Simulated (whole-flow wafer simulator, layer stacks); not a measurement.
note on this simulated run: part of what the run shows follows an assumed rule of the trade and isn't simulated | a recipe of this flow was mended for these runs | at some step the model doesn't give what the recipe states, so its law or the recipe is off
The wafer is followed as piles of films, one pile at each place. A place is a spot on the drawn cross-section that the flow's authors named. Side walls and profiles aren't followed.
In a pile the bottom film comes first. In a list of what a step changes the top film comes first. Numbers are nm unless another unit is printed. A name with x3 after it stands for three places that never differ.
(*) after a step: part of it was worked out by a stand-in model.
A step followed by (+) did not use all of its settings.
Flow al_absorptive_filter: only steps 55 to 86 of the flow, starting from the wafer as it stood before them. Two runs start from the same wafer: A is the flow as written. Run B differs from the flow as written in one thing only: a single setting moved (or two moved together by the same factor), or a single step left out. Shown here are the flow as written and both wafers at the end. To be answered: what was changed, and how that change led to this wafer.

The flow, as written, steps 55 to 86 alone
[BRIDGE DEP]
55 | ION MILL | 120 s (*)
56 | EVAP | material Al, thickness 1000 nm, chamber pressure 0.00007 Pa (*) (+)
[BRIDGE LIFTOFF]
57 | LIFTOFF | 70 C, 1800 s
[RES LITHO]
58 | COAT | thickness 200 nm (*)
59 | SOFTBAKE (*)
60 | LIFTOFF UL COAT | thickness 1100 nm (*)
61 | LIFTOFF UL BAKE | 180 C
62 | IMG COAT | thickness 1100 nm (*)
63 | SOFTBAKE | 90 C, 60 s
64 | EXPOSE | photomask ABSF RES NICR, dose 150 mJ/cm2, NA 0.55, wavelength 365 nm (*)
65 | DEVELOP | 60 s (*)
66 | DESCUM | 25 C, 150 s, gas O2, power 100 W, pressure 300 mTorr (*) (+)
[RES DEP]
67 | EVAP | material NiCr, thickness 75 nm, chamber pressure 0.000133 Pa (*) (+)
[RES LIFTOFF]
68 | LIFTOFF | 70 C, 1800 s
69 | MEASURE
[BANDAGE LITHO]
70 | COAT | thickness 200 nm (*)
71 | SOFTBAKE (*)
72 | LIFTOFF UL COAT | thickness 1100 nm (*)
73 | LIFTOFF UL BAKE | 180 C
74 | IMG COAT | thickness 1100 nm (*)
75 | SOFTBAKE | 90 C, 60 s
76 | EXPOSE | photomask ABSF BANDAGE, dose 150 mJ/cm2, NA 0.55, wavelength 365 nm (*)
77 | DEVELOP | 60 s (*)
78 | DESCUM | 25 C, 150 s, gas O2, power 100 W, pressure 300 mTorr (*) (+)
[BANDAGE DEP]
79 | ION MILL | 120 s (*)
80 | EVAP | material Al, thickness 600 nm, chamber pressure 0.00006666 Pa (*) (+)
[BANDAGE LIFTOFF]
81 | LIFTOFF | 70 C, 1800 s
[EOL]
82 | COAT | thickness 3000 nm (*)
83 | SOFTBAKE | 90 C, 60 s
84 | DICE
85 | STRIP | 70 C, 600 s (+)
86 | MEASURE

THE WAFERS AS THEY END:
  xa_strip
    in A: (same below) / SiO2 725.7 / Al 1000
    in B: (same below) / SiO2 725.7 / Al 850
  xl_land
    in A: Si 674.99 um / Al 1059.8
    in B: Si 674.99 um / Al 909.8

What caused this: step 56, EVAP: thickness 850 nm was run, whereas the flow has thickness 1000 nm.
One can read it off the wafer: xa_strip has Al 850, and step 56 as written asks for 1000 nm.

Step by step, how the change led to this:
  56 | EVAP | material Al, thickness 1000 nm, chamber pressure 0.00007 Pa (*) (+)
      gnd, pad_far, pad_near and 10 more: A Al gains 1000 (new film) | B Al gains 850 (new film)
      xl_land: A Al gains 1000 | B Al gains 850
  57 | LIFTOFF | 70 C, 1800 s
      gnd, xa_field, idc_field: A Al loses 1000 (all of it), i-line-resist loses 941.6 (all of it), lift-off-underlayer loses 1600 (all of it), acrylic-e-beam-resist loses 200 (all of it) | B Al loses 850 (all of it), i-line-resist loses 941.6 (all of it), lift-off-underlayer loses 1600 (all of it), acrylic-e-beam-resist loses 200 (all of it)
      pad_far: A Al loses 1000 (all of it), i-line-resist loses 940.5 (all of it), lift-off-underlayer loses 1591.1 (all of it), acrylic-e-beam-resist loses 198.5 (all of it) | B Al loses 850 (all of it), i-line-resist loses 940.5 (all of it), lift-off-underlayer loses 1591.1 (all of it), acrylic-e-beam-resist loses 198.5 (all of it)
      (and at 6 other places as well)
  58 | COAT | thickness 200 nm (*)
      xa_margin: A acrylic-e-beam-resist gains 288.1 (new film) | B acrylic-e-beam-resist gains 260.7 (new film)
      xa_strip: A acrylic-e-beam-resist gains 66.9 (new film) | B acrylic-e-beam-resist gains 74.3 (new film)
      (and at 1 other place as well)
  60 | LIFTOFF UL COAT | thickness 1100 nm (*)
      xa_margin: A lift-off-underlayer gains 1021 (new film) | B lift-off-underlayer gains 971.5 (new film)
      xa_strip: A lift-off-underlayer gains 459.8 (new film) | B lift-off-underlayer gains 498.6 (new film)
  62 | IMG COAT | thickness 1100 nm (*)
      xa_margin: A i-line-resist gains 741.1 (new film) | B i-line-resist gains 781.6 (new film)
      xa_strip: A i-line-resist gains 577.9 (new film) | B i-line-resist gains 637.3 (new film)
  68 | LIFTOFF | 70 C, 1800 s
      xa_margin: A NiCr loses 75 (all of it), i-line-resist loses 598.1 (all of it), lift-off-underlayer loses 1021 (all of it), acrylic-e-beam-resist loses 288.1 (all of it) | B NiCr loses 75 (all of it), i-line-resist loses 638.9 (all of it), lift-off-underlayer loses 971.5 (all of it), acrylic-e-beam-resist loses 260.7 (all of it)
      xa_strip: A NiCr loses 75 (all of it), i-line-resist loses 433.3 (all of it), lift-off-underlayer loses 459.8 (all of it), acrylic-e-beam-resist loses 66.9 (all of it) | B NiCr loses 75 (all of it), i-line-resist loses 492.7 (all of it), lift-off-underlayer loses 498.6 (all of it), acrylic-e-beam-resist loses 74.3 (all of it)
      (and at 1 other place as well)
  70 | COAT | thickness 200 nm (*)
      xa_margin: A acrylic-e-beam-resist gains 288.1 (new film) | B acrylic-e-beam-resist gains 260.7 (new film)
      xa_strip: A acrylic-e-beam-resist gains 66.9 (new film) | B acrylic-e-beam-resist gains 74.3 (new film)
  72 | LIFTOFF UL COAT | thickness 1100 nm (*)
      xa_margin: A lift-off-underlayer gains 1021 (new film) | B lift-off-underlayer gains 971.5 (new film)
      xa_strip: A lift-off-underlayer gains 459.8 (new film) | B lift-off-underlayer gains 498.6 (new film)
  74 | IMG COAT | thickness 1100 nm (*)
      xa_margin: A i-line-resist gains 741.1 (new film) | B i-line-resist gains 781.6 (new film)
      xa_strip: A i-line-resist gains 577.9 (new film) | B i-line-resist gains 637.3 (new film)
  81 | LIFTOFF | 70 C, 1800 s
      xa_margin: A Al loses 600 (all of it), i-line-resist loses 604.4 (all of it), lift-off-underlayer loses 1021 (all of it), acrylic-e-beam-resist loses 288.1 (all of it) | B Al loses 600 (all of it), i-line-resist loses 645.2 (all of it), lift-off-underlayer loses 971.5 (all of it), acrylic-e-beam-resist loses 260.7 (all of it)
      xa_strip: A Al loses 600 (all of it), i-line-resist loses 439.6 (all of it), lift-off-underlayer loses 459.8 (all of it), acrylic-e-beam-resist loses 66.9 (all of it) | B Al loses 600 (all of it), i-line-resist loses 499 (all of it), lift-off-underlayer loses 498.6 (all of it), acrylic-e-beam-resist loses 74.3 (all of it)
  82 | COAT | thickness 3000 nm (*)
      xa_strip: A i-line-resist gains 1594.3 (new film) | B i-line-resist gains 1710.3 (new film)
  83 | SOFTBAKE | 90 C, 60 s
      xa_margin: A i-line-resist loses 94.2 | B i-line-resist loses 85.3
      xa_strip: A i-line-resist loses 117.3 | B i-line-resist loses 106.1
  85 | STRIP | 70 C, 600 s (+)
      xa_strip: A i-line-resist loses 1477 (all of it) | B i-line-resist loses 1604.3 (all of it)
